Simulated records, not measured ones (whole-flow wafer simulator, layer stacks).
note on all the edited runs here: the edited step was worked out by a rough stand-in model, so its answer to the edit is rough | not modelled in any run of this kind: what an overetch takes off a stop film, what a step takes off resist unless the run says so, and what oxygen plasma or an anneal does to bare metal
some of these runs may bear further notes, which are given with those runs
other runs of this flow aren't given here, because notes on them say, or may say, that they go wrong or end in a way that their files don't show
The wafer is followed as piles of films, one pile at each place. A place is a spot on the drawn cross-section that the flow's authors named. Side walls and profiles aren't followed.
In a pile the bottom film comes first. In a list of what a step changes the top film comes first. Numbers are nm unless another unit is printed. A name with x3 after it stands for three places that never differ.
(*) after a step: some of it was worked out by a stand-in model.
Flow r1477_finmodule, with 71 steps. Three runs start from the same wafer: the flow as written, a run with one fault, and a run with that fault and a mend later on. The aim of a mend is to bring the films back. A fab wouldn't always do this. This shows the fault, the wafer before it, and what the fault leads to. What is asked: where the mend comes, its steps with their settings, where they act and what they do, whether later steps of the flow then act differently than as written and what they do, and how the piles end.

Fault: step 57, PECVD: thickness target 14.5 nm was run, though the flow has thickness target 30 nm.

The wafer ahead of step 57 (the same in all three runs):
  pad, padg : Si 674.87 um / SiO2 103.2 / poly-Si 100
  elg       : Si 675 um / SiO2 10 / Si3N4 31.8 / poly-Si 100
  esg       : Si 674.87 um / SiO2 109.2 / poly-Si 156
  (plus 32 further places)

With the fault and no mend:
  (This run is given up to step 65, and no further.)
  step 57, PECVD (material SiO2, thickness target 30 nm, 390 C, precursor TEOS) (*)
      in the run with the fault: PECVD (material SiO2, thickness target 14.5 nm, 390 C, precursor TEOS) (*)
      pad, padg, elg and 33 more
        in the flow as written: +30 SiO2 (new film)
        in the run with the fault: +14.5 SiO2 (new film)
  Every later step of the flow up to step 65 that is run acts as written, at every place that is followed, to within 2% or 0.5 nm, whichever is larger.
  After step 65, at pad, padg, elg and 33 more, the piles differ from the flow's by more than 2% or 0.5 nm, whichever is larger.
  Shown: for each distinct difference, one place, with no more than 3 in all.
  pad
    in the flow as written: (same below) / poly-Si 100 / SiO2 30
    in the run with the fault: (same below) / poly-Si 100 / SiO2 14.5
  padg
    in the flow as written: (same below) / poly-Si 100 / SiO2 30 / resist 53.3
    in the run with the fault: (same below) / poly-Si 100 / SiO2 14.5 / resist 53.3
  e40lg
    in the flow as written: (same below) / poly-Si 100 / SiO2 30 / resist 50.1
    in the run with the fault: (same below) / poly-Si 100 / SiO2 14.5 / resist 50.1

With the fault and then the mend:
  The mend follows step 64.
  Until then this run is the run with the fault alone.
  step 64a, STRIP (resist, chemistry O2, 60 C)
      padg, elg, esg
        -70 resist (all of it)
      e40lg, e100lg, e200lg
        -66.9 resist (all of it)
      s40sg, s45sg
        -91 resist (all of it)
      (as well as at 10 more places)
  step 64b, PECVD (material SiO2, thickness target 15.5 nm, 390 C, precursor TEOS) (*) (the flow's step 57 again, with other settings)
      pad, padg, elg and 33 more
        +15.5 SiO2
  step 64c, DEHYDRATE (150 C, 120 s) (the flow's step 59 again)
      does not change any film at any place that is followed
  step 64d, COAT (resist, thickness 70 nm) (*) (the flow's step 60 again)
      e40lg, e100lg, e200lg, elo, e40lo, e100lo, e200lo
        +66.9 resist (new film)
      pad, padg, elg, esg
        +70 resist (new film)
      s40sg, s45sg, s40so, s45so
        +91 resist (new film)
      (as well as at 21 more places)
  step 64e, SOFTBAKE (180 C, 180 s) (*) (the flow's step 61 again)
      does not change any film at any place that is followed
  step 64f, EXPOSE (resist, photomask GATE) (the flow's step 62 again)
      does not change any film at any place that is followed
  step 64g, DEVELOP (*) (the flow's step 63 again)
      elo, e40lo, e100lo, e200lo
        -66.9 resist (all of it)
      eso, e40so
        -129.5 resist (all of it)
      s40so, s45so
        -91 resist (all of it)
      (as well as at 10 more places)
  Every later step of the flow that is run acts as written at every place that is followed.
  The piles end the same as the flow's at every place that both follow.
